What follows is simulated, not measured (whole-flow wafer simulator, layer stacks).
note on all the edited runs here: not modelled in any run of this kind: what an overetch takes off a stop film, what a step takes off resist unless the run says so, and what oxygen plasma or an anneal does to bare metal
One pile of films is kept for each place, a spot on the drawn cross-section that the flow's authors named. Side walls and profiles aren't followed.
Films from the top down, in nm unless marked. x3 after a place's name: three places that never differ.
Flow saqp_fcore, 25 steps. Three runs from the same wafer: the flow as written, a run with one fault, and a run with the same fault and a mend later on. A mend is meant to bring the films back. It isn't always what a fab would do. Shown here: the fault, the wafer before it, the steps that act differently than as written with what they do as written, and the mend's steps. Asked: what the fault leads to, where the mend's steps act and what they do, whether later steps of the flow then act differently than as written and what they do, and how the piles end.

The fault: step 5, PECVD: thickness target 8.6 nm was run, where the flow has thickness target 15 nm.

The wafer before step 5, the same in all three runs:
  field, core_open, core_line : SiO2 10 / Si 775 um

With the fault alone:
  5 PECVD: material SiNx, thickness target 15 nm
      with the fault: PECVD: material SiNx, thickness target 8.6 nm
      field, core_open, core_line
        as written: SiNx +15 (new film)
        with the fault: SiNx +8.6 (new film)
  No later step of the flow acts differently than as written at any place that is followed.
  At the end the piles differ from the flow's by more than 2% or 0.5 nm, whichever is larger, at field, core_open, core_line.
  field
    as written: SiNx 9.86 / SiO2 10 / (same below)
    with the fault: SiNx 3.46 / SiO2 10 / (same below)
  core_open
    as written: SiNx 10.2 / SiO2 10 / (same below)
    with the fault: SiNx 3.78 / SiO2 10 / (same below)
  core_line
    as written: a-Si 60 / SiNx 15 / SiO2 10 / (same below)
    with the fault: a-Si 60 / SiNx 8.6 / SiO2 10 / (same below)

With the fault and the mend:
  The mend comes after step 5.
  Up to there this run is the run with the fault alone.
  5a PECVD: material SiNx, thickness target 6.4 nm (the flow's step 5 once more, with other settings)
      field, core_open, core_line
        SiNx +6.4
  No later step of the flow acts differently than as written at any place that is followed.
  At the end the piles are the same as the flow's at every place that both follow.
